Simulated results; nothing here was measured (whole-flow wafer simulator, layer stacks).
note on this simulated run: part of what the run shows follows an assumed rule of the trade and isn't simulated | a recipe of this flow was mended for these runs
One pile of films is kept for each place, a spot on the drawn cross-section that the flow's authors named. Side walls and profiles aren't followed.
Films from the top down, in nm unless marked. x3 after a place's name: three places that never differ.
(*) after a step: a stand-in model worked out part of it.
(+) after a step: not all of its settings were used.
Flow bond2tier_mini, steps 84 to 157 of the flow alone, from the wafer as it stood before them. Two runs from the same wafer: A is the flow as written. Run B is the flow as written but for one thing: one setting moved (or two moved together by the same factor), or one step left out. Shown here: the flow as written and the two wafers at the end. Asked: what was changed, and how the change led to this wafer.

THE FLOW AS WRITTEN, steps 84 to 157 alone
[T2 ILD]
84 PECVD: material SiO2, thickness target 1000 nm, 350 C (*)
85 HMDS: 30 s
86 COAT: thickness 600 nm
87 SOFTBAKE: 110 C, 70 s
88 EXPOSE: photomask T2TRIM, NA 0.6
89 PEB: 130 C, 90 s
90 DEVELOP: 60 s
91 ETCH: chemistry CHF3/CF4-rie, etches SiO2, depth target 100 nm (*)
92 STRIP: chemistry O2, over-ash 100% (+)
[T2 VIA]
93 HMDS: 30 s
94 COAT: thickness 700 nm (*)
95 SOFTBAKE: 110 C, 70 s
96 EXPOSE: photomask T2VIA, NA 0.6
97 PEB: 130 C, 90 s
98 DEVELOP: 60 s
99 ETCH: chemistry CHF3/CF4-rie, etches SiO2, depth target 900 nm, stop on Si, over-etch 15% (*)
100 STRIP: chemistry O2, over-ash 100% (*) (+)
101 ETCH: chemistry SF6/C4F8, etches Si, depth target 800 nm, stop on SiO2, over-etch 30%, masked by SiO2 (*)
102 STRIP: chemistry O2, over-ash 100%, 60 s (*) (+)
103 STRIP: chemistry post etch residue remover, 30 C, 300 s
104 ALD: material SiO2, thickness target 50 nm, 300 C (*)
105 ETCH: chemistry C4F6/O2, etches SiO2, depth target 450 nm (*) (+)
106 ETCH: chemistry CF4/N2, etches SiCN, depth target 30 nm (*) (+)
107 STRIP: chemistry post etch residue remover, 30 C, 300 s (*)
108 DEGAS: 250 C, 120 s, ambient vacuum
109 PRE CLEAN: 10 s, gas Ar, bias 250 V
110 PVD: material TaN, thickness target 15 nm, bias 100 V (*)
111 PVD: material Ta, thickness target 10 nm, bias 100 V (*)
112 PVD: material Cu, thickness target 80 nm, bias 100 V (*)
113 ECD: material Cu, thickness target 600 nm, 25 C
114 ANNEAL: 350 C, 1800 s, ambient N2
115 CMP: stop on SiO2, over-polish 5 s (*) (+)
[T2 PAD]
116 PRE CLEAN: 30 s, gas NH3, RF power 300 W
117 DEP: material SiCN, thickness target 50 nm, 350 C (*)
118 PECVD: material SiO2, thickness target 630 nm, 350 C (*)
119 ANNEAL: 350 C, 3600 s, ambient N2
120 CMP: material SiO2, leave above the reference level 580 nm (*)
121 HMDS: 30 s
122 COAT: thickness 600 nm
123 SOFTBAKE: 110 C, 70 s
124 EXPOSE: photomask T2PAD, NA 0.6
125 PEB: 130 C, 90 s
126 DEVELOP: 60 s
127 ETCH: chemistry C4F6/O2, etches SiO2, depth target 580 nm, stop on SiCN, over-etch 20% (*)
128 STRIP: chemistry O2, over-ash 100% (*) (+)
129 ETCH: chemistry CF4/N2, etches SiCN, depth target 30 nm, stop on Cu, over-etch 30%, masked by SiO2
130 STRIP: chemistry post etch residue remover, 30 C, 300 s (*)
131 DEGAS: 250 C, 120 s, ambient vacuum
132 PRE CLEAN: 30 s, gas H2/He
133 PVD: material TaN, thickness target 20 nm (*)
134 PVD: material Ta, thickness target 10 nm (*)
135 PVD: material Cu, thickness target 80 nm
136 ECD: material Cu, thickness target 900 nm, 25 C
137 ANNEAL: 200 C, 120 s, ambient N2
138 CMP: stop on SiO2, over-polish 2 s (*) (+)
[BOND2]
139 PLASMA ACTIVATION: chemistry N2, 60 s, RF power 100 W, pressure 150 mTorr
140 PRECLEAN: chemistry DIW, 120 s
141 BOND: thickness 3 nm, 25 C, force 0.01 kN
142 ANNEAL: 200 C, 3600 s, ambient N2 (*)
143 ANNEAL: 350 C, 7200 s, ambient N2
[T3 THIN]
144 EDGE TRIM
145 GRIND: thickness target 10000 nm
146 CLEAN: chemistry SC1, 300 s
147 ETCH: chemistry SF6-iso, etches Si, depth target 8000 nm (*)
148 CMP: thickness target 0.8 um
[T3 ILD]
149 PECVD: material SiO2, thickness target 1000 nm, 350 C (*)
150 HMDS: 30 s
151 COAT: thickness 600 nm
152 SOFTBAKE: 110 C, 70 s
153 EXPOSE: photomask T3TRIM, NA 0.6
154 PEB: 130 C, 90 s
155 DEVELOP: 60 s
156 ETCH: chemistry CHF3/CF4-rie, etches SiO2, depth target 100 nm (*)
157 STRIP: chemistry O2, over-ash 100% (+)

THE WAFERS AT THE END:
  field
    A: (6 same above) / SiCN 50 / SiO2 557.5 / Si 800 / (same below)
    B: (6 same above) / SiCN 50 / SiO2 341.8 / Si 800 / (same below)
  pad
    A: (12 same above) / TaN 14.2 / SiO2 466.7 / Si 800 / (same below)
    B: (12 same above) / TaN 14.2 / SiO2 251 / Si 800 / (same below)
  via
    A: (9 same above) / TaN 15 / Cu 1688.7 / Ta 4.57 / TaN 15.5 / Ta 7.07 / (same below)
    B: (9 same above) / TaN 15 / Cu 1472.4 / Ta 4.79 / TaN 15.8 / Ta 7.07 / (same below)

The cause: step 84, PECVD: thickness target 784 nm was run, where the flow has thickness target 1000 nm.

How the change led to this, step by step:
  84 PECVD: material SiO2, thickness target 1000 nm, 350 C (*)
      field, pad, via: A SiO2 +1000 (new film) | B SiO2 +784 (new film)
  99 ETCH: chemistry CHF3/CF4-rie, etches SiO2, depth target 900 nm, stop on Si, over-etch 15% (*)
      field, pad: A thick-KrF-resist -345 | B thick-KrF-resist -262.2
      via: A SiO2 -900 (all of it), Si -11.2 | B SiO2 -684 (all of it), Si -29.2
  100 STRIP: chemistry O2, over-ash 100% (*) (+)
      field: A thick-KrF-resist -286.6 (all of it) | B thick-KrF-resist -369.4 (all of it)
      pad: A thick-KrF-resist -372.9 (all of it) | B thick-KrF-resist -455.7 (all of it)
  101 ETCH: chemistry SF6/C4F8, etches Si, depth target 800 nm, stop on SiO2, over-etch 30%, masked by SiO2 (*)
      via: A Si -788.8 (all of it), chemical SiO2 -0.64 (all of it), SiO2 -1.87 | B Si -770.8 (all of it), chemical SiO2 -0.64 (all of it), SiO2 -2.05
  112 PVD: material Cu, thickness target 80 nm, bias 100 V (*)
      via: A Cu +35 (new film) | B Cu +36.8 (new film)
  113 ECD: material Cu, thickness target 600 nm, 25 C
      via: A Cu +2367 | B Cu +2148.9
